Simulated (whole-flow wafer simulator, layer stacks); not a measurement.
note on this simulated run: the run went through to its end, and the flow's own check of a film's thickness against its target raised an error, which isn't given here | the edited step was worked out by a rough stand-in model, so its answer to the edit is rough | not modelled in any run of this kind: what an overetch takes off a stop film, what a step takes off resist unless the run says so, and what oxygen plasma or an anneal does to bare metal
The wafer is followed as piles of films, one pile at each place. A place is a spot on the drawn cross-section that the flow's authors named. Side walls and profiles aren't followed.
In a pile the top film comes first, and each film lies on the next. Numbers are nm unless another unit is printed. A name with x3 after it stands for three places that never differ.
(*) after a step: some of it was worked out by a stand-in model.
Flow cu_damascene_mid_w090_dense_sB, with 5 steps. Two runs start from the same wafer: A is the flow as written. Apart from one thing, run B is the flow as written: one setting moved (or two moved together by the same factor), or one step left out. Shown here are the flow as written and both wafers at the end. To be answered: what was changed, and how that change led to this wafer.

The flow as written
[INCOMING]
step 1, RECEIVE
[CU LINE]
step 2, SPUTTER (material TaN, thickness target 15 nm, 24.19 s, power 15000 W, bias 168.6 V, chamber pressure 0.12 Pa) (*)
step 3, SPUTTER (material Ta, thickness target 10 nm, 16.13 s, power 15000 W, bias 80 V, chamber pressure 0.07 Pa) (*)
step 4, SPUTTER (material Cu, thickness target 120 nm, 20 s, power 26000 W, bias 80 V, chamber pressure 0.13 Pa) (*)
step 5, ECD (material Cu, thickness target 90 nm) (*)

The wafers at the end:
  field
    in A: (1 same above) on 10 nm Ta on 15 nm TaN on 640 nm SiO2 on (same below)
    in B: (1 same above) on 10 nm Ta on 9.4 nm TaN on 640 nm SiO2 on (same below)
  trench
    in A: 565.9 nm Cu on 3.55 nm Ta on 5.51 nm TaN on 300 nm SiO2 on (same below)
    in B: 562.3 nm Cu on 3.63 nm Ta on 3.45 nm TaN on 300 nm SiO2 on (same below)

The reason: step 2, SPUTTER: thickness target 9.4 nm was run, while the flow as written has thickness target 15 nm; step 2, SPUTTER: 15.12 s was run, where the flow has 24.19 s.
The wafer itself shows it: field has TaN 9.4, and step 2 as written asks for 15 nm.

The path from the change to this, step by step:
  step 2, SPUTTER (material TaN, thickness target 15 nm, 24.19 s, power 15000 W, bias 168.6 V, chamber pressure 0.12 Pa) (*)
      field: A TaN gains 15 (new film) | B TaN gains 9.4 (new film)
      trench: A TaN gains 5.51 (new film) | B TaN gains 3.45 (new film)
